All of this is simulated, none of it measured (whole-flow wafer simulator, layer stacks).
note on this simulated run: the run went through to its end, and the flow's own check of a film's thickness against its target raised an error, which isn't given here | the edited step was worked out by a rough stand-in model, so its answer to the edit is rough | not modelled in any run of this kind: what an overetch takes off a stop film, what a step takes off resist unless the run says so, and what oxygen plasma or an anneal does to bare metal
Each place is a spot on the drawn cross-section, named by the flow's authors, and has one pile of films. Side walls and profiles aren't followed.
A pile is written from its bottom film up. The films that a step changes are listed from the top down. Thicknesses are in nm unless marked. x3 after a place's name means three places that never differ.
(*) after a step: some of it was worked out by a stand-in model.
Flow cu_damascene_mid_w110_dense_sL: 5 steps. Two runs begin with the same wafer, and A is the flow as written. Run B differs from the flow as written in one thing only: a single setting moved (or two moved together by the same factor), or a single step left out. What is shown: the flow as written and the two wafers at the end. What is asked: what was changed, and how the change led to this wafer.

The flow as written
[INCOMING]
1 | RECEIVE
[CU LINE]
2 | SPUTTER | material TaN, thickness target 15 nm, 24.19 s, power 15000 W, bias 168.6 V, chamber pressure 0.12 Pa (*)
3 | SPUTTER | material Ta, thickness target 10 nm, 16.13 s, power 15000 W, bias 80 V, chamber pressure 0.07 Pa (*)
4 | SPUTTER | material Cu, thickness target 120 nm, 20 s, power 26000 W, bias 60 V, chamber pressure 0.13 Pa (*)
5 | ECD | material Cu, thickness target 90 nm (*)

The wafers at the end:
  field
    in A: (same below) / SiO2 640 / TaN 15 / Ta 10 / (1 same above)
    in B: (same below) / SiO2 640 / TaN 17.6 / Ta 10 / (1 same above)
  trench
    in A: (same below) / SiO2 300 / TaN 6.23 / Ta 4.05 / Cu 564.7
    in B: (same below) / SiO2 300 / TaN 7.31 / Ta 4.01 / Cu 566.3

Cause: step 2, SPUTTER: thickness target 17.6 nm was run, though the flow has thickness target 15 nm; step 2, SPUTTER: 28.42 s was run, where the flow has 24.19 s.
The wafer itself shows it: field has TaN 17.6, and step 2 as written asks for 15 nm.

How this came from the change, step by step:
  2 | SPUTTER | material TaN, thickness target 15 nm, 24.19 s, power 15000 W, bias 168.6 V, chamber pressure 0.12 Pa (*)
      field: A +15 TaN (new film) | B +17.6 TaN (new film)
      trench: A +6.23 TaN (new film) | B +7.31 TaN (new film)
